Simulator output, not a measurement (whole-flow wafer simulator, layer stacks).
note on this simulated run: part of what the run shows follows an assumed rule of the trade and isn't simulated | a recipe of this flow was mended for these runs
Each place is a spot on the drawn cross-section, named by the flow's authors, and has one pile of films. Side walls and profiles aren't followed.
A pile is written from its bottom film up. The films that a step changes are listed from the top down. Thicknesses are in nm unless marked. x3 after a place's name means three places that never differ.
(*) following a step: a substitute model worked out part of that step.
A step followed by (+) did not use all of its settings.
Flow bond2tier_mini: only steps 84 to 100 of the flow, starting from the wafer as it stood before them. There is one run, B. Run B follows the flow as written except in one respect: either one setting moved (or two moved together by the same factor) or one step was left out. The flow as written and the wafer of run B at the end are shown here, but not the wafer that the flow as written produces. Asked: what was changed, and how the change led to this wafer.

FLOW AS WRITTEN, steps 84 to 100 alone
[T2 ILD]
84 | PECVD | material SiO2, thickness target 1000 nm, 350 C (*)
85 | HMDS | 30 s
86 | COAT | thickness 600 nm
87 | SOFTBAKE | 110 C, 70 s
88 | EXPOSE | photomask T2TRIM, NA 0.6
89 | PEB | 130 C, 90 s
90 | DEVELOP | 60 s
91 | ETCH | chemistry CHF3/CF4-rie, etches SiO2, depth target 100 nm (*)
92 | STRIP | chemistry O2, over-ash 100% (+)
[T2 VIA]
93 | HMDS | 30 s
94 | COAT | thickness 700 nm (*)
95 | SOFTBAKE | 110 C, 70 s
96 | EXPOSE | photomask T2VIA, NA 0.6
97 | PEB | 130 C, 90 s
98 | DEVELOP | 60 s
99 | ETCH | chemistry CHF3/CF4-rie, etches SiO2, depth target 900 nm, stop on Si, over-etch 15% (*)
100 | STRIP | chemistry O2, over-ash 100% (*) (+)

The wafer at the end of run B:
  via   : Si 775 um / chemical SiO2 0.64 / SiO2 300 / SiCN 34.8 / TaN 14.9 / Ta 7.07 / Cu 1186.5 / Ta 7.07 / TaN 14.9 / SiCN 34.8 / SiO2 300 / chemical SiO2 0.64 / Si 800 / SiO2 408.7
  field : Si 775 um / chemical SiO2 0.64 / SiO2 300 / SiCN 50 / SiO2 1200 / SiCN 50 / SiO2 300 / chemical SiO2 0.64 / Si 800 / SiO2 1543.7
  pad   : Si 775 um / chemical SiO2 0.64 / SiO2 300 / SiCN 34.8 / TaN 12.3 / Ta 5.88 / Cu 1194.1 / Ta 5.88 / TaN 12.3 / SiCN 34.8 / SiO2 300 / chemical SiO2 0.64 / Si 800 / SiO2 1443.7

What caused this: step 84, PECVD: thickness target 1544 nm was run, while the flow as written has thickness target 1000 nm.
The wafer itself shows it: field has SiO2 1543.7, and step 84 as written asks for 1000 nm.

Step by step, how the change led to this:
  84 | PECVD | material SiO2, thickness target 1000 nm, 350 C (*)
      field, pad, via: +1543.7 SiO2 (new film) (it would be, as written: +1000 SiO2 (new film))
  99 | ETCH | chemistry CHF3/CF4-rie, etches SiO2, depth target 900 nm, stop on Si, over-etch 15% (*)
      via: -1035 SiO2 (it would be, as written: -900 SiO2 (all of it), -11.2 Si)
